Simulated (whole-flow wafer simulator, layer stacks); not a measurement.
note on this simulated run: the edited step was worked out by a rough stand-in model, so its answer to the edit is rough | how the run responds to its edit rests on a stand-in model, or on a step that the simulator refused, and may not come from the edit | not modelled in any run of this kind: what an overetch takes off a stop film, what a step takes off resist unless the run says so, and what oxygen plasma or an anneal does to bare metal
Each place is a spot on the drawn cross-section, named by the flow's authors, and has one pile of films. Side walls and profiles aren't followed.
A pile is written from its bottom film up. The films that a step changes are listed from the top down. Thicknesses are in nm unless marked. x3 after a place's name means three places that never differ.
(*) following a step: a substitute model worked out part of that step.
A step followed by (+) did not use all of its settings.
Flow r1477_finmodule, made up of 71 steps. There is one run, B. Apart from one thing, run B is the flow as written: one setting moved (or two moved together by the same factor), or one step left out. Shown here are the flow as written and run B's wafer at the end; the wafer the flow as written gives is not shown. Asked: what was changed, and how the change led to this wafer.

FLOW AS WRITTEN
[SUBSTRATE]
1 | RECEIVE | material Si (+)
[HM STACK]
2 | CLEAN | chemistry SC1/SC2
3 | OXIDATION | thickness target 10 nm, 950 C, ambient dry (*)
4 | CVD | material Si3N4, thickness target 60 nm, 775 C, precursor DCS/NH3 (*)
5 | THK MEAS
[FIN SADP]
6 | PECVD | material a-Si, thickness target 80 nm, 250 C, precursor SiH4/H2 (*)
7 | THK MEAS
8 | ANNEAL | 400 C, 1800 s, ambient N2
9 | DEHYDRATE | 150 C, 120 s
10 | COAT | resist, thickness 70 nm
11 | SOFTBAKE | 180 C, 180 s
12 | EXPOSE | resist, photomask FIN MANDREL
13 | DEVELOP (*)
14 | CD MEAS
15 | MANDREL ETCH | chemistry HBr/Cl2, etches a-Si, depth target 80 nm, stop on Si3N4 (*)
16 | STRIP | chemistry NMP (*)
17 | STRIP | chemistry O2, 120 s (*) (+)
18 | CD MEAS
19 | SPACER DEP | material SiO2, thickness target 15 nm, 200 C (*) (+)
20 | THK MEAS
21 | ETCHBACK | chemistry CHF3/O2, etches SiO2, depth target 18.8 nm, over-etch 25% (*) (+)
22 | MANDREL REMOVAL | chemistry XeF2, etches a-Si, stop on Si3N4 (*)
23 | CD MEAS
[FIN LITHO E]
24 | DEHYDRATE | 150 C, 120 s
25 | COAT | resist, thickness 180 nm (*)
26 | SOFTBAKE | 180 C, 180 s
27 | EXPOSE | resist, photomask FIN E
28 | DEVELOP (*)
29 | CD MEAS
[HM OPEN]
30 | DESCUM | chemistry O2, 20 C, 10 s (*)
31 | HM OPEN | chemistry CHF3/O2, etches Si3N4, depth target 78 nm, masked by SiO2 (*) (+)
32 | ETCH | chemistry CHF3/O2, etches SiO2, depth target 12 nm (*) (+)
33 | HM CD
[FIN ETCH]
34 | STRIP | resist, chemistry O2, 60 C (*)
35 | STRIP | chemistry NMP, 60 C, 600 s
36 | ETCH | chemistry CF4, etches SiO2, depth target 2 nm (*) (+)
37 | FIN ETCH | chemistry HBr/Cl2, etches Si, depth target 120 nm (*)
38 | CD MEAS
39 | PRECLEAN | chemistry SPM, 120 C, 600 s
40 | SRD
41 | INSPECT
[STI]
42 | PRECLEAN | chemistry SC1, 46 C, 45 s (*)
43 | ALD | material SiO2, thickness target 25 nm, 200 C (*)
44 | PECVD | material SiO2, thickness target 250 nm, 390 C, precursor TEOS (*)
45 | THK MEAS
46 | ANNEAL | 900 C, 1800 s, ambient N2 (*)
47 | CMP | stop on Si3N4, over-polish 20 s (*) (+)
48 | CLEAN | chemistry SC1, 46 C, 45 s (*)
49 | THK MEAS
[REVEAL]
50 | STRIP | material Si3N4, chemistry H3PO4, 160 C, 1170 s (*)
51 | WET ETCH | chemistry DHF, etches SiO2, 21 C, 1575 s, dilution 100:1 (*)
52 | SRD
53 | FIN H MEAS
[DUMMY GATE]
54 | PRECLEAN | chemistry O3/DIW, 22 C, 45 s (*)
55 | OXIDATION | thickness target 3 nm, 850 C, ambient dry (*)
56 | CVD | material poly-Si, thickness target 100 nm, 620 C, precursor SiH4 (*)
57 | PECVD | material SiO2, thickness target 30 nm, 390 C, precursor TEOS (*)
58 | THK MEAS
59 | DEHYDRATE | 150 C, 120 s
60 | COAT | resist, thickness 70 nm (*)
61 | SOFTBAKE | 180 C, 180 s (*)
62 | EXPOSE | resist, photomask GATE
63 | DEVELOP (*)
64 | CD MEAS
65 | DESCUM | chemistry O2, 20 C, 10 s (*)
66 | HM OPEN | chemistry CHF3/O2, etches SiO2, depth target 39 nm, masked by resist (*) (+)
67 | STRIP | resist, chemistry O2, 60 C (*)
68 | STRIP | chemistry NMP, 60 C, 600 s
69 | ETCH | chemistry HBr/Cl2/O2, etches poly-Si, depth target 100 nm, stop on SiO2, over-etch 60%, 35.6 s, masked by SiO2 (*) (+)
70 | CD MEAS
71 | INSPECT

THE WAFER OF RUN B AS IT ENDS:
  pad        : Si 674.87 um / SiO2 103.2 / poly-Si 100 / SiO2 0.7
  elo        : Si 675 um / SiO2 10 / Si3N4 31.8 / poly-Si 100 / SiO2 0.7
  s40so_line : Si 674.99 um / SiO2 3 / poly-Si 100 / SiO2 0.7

The reason: step 57, PECVD: thickness target 45 nm was run, while the flow as written has thickness target 30 nm.

Step by step, how the change led to this:
  57 | PECVD | material SiO2, thickness target 30 nm, 390 C, precursor TEOS (*)
      pad, padg, elg and 33 more: +45 SiO2 (new film) (as written it would have been: +30 SiO2 (new film))
  66 | HM OPEN | chemistry CHF3/O2, etches SiO2, depth target 39 nm, masked by resist (*) (+)
      pad, elo, eso and 15 more: -39 SiO2 (as written it would have been: -30 SiO2 (all of it), -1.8 poly-Si)
  67 | STRIP | resist, chemistry O2, 60 C (*)
      pad, elo, eso and 15 more: nothing (as written it would have been: +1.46 chemical SiO2 (new film), -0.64 poly-Si)
  69 | ETCH | chemistry HBr/Cl2/O2, etches poly-Si, depth target 100 nm, stop on SiO2, over-etch 60%, 35.6 s, masked by SiO2 (*) (+)
      pad, eso, e40so and 8 more: -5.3 SiO2 (as written it would have been: -1.46 chemical SiO2 (all of it), -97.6 poly-Si (all of it), -0.42 SiO2)
      elo, e40lo, e100lo, e200lo: -5.3 SiO2 (as written it would have been: -1.46 chemical SiO2 (all of it), -97.6 poly-Si (all of it), -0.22 Si3N4)
      (as well as at 3 more places)
